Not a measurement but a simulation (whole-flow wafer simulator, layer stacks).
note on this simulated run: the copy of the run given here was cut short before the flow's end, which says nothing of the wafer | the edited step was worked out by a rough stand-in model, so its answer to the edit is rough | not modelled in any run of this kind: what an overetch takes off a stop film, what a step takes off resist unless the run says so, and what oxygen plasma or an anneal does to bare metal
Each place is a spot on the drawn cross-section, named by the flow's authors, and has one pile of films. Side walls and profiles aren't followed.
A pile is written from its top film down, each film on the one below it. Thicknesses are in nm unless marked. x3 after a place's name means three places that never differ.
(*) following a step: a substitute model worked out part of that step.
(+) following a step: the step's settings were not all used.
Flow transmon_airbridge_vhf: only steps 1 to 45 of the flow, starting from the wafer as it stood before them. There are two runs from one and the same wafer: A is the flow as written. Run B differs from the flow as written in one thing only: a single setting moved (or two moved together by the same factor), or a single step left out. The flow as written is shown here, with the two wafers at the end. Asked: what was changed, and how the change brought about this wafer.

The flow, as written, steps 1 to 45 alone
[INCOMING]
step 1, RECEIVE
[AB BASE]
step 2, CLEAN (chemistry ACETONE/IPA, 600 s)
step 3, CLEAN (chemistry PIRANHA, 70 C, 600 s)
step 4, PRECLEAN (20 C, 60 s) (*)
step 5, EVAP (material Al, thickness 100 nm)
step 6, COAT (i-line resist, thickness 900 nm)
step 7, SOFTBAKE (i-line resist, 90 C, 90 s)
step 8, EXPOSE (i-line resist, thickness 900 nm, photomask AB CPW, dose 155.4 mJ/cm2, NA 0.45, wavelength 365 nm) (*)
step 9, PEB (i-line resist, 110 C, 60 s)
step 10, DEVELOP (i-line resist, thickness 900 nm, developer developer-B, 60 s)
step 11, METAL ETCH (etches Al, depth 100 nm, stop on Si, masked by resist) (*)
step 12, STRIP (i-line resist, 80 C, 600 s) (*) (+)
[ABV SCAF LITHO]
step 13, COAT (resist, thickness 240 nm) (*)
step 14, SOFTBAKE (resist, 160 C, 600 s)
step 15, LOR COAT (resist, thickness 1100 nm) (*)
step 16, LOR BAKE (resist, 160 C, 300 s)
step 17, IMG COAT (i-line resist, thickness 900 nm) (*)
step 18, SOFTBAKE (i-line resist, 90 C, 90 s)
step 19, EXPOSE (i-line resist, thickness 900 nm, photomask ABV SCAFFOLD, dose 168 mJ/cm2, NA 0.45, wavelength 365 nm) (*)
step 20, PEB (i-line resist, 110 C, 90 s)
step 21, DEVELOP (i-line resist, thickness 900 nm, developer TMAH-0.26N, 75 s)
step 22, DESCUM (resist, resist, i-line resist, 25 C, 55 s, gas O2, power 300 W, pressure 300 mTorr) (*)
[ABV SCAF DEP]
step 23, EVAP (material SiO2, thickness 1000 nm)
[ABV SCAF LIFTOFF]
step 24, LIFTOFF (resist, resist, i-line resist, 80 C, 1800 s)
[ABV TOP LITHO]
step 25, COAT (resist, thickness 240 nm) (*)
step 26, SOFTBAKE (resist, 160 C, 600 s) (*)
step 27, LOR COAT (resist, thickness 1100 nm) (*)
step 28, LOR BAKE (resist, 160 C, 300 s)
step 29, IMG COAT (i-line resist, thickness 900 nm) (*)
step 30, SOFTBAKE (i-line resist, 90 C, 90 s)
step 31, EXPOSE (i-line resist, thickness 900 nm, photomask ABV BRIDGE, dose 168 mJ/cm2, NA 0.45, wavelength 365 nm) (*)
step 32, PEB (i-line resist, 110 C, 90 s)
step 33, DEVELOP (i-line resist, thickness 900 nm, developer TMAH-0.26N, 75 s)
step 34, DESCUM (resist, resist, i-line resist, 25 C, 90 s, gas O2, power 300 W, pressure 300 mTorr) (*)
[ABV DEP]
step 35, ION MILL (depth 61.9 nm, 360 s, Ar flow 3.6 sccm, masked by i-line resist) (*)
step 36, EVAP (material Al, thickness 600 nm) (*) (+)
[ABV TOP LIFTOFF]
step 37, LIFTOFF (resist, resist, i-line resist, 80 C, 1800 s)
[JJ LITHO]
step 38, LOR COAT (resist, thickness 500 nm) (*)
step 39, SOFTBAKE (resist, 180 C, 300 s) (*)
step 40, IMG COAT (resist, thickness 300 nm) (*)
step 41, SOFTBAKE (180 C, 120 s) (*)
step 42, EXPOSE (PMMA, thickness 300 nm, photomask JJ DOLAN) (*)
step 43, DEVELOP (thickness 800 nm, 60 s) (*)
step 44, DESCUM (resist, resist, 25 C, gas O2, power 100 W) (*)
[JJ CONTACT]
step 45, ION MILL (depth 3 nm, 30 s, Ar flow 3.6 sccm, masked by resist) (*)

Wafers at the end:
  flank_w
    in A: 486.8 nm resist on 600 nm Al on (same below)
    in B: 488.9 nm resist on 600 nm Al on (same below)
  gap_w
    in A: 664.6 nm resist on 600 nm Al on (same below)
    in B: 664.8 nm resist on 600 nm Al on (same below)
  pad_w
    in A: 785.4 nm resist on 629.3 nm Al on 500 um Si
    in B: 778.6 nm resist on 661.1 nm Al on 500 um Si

Cause: step 34, DESCUM: 36 s was run, though the flow has 90 s.

How this came from the change, step by step:
  step 34, DESCUM (resist, resist, i-line resist, 25 C, 90 s, gas O2, power 300 W, pressure 300 mTorr) (*)
      pad_w: A -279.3 resist (all of it) | B -253.1 resist
      pad_e: A -278.8 resist (all of it) | B -253.1 resist
      (and at 9 other places as well)
  step 35, ION MILL (depth 61.9 nm, 360 s, Ar flow 3.6 sccm, masked by i-line resist) (*)
      pad_w: A -61.9 Al | B -26.2 resist (all of it), -29.7 Al
      pad_e: A -61.9 Al | B -25.6 resist (all of it), -30.4 Al
  step 37, LIFTOFF (resist, resist, i-line resist, 80 C, 1800 s)
      field x3, jj_line, trace_open_s x2: A -600 Al (all of it), -600 i-line resist (all of it), -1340 resist (all of it) | B -600 Al (all of it), -728.4 i-line resist (all of it), -1340 resist (all of it)
      margin_s, margin_n: A -600 Al (all of it), -318.3 i-line resist (all of it), -992 resist (all of it) | B -600 Al (all of it), -446.7 i-line resist (all of it), -992 resist (all of it)
      (and at 1 other place as well)
